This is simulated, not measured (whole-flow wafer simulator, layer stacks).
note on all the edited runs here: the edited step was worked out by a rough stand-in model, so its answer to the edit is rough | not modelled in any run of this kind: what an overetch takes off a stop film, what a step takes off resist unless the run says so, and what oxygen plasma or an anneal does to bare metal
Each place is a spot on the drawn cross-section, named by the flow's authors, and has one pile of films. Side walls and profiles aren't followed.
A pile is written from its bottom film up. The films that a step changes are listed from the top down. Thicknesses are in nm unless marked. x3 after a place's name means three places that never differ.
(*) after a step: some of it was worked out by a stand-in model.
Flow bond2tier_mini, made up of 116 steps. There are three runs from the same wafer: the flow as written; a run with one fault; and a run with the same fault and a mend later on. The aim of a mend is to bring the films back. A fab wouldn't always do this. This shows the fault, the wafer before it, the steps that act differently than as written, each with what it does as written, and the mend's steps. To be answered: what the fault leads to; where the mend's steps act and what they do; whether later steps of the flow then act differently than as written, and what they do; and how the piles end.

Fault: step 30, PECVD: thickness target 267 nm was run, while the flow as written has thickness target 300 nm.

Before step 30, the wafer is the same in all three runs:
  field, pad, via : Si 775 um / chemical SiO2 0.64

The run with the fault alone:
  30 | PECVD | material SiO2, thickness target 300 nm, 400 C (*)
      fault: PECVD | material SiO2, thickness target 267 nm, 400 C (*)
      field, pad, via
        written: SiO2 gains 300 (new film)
        fault: SiO2 gains 267 (new film)
  Every later step of the flow that is run acts as written at every place that is followed.
  By the end, the piles at field, pad depart from the flow's by more than 2% or 0.5 nm, whichever is larger.
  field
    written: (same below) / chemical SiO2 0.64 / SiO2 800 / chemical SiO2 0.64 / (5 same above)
    fault: (same below) / chemical SiO2 0.64 / SiO2 767 / chemical SiO2 0.64 / (5 same above)
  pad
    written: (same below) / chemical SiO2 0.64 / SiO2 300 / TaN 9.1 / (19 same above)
    fault: (same below) / chemical SiO2 0.64 / SiO2 267 / TaN 9.1 / (19 same above)

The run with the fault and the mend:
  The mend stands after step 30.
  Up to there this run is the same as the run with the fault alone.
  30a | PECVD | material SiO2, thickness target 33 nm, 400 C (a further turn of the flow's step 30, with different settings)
      field, pad, via
        SiO2 gains 33
  Every later step of the flow that is run acts as written at every place that is followed.
  By the end, the piles equal the flow's at every place that both follow.
